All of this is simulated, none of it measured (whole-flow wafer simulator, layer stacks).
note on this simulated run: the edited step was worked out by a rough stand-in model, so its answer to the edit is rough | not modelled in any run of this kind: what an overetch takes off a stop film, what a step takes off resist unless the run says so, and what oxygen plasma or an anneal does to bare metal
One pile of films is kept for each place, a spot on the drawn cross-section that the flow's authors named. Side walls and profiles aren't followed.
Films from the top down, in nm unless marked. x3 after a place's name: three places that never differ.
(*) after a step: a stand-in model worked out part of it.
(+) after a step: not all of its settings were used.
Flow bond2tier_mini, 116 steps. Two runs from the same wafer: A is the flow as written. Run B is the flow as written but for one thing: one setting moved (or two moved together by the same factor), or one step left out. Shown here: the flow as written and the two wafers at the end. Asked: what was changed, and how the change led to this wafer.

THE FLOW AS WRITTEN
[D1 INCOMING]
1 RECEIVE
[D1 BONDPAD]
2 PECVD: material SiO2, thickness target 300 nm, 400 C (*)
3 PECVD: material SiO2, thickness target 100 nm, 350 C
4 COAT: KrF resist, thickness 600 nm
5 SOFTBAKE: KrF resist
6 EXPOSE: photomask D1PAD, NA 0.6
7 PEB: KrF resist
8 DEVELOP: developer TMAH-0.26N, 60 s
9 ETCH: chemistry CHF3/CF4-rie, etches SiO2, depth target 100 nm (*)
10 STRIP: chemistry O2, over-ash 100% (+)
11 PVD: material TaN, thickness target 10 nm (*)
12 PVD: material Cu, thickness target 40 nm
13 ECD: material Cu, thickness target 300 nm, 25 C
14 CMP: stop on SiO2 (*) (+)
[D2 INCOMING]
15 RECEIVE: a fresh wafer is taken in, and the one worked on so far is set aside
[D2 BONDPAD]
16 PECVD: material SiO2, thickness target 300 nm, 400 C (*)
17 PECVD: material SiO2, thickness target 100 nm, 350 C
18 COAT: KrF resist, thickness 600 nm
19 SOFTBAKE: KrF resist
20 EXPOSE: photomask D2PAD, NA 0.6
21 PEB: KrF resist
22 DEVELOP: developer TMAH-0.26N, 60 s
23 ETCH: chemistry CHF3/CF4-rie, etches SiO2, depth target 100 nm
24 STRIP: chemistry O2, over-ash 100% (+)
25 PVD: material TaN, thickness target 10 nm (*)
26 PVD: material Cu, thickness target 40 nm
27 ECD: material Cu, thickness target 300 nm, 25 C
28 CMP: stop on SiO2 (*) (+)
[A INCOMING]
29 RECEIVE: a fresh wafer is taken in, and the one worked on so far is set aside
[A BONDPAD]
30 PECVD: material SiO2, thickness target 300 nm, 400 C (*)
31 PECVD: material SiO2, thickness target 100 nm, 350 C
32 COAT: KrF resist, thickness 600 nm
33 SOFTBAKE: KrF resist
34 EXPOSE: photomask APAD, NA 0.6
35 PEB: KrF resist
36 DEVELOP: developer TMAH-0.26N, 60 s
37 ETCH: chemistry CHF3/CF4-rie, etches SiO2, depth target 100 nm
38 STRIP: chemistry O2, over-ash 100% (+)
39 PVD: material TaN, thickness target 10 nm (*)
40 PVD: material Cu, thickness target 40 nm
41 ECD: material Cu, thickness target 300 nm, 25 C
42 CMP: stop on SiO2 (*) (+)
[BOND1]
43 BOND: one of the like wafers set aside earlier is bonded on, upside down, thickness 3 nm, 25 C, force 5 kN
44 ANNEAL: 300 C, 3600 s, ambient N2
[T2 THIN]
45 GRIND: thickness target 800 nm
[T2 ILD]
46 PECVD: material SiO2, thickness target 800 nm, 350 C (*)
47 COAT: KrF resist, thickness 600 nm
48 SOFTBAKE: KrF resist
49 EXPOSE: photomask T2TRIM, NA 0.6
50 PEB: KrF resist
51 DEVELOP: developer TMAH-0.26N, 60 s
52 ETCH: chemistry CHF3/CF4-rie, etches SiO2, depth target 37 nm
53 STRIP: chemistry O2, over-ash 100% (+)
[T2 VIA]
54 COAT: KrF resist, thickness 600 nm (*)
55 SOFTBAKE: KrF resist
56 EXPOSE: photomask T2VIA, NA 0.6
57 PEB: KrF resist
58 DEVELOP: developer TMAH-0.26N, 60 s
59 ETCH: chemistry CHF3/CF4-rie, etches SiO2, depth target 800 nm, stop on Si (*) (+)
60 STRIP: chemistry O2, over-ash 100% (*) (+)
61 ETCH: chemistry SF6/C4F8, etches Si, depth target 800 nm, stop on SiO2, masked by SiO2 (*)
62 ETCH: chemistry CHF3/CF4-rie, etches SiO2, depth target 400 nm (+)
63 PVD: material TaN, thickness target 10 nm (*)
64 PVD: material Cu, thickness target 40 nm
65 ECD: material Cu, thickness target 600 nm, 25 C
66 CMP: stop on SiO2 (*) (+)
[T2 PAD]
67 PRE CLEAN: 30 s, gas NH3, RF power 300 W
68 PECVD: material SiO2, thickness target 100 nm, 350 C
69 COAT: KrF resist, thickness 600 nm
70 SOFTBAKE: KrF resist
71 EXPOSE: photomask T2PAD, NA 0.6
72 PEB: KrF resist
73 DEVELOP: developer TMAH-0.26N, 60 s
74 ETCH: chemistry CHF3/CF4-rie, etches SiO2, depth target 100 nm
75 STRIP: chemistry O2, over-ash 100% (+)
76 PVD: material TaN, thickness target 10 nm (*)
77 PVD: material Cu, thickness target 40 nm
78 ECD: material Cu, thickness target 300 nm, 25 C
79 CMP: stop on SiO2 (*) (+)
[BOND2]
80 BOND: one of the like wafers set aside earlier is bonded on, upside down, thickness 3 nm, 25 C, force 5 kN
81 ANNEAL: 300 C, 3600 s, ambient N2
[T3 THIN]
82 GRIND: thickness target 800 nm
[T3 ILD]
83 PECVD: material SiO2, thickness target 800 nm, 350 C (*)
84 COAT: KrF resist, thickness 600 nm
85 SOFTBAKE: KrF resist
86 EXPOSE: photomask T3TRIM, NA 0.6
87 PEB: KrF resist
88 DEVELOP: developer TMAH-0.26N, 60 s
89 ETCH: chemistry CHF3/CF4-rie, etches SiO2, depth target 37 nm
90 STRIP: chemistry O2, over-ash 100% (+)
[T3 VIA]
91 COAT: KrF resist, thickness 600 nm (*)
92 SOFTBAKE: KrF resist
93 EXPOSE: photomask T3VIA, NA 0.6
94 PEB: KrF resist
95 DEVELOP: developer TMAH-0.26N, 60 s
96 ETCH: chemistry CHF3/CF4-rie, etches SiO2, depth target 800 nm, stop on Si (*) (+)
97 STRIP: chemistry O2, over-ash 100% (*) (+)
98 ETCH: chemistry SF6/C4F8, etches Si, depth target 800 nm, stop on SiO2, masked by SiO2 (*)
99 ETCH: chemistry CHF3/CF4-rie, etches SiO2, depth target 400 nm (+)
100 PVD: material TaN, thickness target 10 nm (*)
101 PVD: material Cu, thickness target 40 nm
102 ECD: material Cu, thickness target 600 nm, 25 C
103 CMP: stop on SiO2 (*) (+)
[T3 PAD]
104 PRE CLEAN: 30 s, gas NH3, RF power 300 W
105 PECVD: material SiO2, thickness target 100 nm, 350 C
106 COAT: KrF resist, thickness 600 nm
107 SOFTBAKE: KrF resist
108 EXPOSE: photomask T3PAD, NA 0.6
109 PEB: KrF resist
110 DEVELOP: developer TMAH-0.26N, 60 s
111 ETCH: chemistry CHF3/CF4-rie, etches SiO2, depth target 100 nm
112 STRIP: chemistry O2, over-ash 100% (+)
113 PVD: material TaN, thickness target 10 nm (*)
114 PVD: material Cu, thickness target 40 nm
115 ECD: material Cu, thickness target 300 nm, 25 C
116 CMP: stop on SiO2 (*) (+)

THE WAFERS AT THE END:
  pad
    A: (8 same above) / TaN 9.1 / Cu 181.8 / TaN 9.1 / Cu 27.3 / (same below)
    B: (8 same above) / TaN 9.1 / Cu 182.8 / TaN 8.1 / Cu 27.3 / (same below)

The cause: step 76, PVD: thickness target 8.9 nm was run, where the flow has thickness target 10 nm.

How the change led to this, step by step:
  76 PVD: material TaN, thickness target 10 nm (*)
      field: A TaN +10 (new film) | B TaN +8.9 (new film)
      pad: A TaN +9.1 (new film) | B TaN +8.1 (new film)
  79 CMP: stop on SiO2 (*) (+)
      field: A Cu -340 (all of it), TaN -10 (all of it) | B Cu -340 (all of it), TaN -8.9 (all of it)
